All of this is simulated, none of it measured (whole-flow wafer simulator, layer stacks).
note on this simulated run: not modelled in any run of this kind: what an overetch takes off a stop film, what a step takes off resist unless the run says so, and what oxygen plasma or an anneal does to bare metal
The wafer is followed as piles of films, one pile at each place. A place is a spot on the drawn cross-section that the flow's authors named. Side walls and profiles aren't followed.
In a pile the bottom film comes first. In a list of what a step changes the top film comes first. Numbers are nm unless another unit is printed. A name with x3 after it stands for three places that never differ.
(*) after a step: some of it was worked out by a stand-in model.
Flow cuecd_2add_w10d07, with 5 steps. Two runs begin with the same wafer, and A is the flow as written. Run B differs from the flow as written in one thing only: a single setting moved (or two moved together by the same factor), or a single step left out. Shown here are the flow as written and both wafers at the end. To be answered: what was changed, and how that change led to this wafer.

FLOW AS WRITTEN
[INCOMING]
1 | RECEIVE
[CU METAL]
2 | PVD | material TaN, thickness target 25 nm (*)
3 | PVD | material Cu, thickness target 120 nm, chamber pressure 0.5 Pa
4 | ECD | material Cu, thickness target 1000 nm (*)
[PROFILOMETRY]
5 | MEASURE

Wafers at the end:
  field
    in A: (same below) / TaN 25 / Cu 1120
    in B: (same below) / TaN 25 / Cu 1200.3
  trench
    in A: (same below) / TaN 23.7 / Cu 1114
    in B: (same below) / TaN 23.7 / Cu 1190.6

The reason: step 3, PVD: thickness target 200.3 nm was run, though the flow has thickness target 120 nm.

Step by step, how the change led to this:
  3 | PVD | material Cu, thickness target 120 nm, chamber pressure 0.5 Pa
      field: A Cu gains 120 (new film) | B Cu gains 200.3 (new film)
      trench: A Cu gains 114 (new film) | B Cu gains 190.6 (new film)
